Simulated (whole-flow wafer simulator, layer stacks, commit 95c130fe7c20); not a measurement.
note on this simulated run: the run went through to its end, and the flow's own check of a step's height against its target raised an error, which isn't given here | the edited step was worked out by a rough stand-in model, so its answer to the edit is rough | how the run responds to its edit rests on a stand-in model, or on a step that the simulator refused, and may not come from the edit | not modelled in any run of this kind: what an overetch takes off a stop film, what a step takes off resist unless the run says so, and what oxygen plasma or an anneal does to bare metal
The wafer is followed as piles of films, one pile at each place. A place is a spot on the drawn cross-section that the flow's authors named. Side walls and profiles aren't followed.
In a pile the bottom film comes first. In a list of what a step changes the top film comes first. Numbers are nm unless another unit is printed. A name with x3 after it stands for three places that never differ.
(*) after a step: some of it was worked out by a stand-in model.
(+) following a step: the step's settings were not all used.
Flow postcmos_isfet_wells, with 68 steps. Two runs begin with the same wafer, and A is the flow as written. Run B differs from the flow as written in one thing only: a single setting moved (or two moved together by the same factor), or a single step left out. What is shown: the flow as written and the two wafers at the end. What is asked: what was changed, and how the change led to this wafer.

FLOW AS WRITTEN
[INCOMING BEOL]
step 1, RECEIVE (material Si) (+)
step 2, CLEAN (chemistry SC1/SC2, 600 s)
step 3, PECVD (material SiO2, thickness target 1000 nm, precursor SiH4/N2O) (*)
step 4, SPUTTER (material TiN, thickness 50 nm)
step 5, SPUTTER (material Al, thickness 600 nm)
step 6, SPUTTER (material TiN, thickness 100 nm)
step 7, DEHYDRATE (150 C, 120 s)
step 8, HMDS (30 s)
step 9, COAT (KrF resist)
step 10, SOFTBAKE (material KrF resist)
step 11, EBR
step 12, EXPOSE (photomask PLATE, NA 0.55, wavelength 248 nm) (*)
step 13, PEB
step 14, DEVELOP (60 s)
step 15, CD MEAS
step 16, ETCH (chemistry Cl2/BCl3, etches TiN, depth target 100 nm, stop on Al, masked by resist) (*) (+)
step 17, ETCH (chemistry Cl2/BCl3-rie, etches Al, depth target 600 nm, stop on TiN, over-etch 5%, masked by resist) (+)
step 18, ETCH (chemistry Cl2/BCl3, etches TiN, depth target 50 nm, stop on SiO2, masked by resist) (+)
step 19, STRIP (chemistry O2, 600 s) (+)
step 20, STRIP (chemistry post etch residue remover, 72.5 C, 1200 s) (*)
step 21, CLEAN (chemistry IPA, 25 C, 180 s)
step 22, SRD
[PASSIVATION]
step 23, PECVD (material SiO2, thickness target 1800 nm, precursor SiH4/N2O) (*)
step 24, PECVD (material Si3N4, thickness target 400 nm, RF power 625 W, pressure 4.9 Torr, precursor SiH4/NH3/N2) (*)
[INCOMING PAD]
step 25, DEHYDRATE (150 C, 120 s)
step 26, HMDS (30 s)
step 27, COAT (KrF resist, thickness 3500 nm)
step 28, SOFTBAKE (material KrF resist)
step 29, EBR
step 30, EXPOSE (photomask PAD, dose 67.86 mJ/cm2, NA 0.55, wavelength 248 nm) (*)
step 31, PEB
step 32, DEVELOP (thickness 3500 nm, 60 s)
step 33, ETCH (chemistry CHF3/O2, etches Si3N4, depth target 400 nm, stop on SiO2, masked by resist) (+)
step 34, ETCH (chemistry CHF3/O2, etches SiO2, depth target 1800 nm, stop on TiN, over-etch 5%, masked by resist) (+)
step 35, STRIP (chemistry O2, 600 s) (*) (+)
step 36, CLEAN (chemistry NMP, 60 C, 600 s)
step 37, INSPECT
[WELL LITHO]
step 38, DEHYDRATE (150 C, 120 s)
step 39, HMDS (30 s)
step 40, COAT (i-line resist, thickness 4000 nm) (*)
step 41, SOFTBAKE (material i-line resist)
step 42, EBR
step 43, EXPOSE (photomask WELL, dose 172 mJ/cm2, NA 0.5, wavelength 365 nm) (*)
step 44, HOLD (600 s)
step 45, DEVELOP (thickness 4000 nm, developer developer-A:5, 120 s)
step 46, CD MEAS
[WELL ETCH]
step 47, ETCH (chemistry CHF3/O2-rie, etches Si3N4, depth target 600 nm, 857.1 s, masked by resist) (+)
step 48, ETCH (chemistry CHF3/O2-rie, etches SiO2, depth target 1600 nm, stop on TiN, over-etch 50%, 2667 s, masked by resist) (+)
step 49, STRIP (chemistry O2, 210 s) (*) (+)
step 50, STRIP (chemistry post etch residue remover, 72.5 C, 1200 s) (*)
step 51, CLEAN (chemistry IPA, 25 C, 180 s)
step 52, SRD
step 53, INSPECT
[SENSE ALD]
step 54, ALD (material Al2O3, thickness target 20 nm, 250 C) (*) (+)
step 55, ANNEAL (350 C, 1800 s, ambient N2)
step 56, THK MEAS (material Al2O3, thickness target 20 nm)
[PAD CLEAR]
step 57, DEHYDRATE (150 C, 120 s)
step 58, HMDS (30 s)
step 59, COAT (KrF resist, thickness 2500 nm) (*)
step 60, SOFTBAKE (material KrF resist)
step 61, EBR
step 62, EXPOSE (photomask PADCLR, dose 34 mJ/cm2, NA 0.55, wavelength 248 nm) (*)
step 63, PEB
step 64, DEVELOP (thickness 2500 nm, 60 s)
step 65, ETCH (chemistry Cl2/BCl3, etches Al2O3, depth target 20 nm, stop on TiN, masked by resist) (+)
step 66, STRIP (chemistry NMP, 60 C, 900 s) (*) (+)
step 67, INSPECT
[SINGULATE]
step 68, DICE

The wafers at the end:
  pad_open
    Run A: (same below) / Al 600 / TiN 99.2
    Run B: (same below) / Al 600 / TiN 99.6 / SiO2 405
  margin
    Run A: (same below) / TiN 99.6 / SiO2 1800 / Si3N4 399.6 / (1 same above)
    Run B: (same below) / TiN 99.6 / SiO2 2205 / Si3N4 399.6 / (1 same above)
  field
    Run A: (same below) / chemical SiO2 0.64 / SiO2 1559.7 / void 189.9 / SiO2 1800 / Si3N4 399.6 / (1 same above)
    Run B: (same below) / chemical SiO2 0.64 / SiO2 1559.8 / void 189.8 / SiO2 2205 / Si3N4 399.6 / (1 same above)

The reason: step 23, PECVD: thickness target 2205 nm was run, though the flow has thickness target 1800 nm.
One can read it off the wafer: margin has SiO2 2205, and step 23 as written asks for 1800 nm.

How this came from the change, step by step:
  step 23, PECVD (material SiO2, thickness target 1800 nm, precursor SiH4/N2O) (*)
      margin, well900, well1300 x3, pad_rim, pad_clr, pad_open: A SiO2 gains 1800 (new film) | B SiO2 gains 2205 (new film)
      field: A SiO2 gains 1800 (new film), void gains 189.9 (new film), SiO2 gains 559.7 | B SiO2 gains 2205 (new film), void gains 189.8 (new film), SiO2 gains 559.8
  step 34, ETCH (chemistry CHF3/O2, etches SiO2, depth target 1800 nm, stop on TiN, over-etch 5%, masked by resist) (+)
      pad_open: A SiO2 loses 1800 (all of it) | B SiO2 loses 1800
  step 48, ETCH (chemistry CHF3/O2-rie, etches SiO2, depth target 1600 nm, stop on TiN, over-etch 50%, 2667 s, masked by resist) (+)
      well900, well1300 x3: A SiO2 loses 1600 (all of it) | B SiO2 loses 2005 (all of it)
  step 59, COAT (KrF resist, thickness 2500 nm) (*)
      field: A KrF resist gains 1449 (new film) | B KrF resist gains 1255.5 (new film)
      margin: A KrF resist gains 1448.9 (new film) | B KrF resist gains 1255.4 (new film)
  step 63, PEB
      field, margin: A KrF resist loses 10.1 | B KrF resist loses 8.71
  step 66, STRIP (chemistry NMP, 60 C, 900 s) (*) (+)
      field: A KrF resist loses 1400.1 (all of it) | B KrF resist loses 1208 (all of it)
      margin: A KrF resist loses 1400.1 (all of it) | B KrF resist loses 1207.9 (all of it)
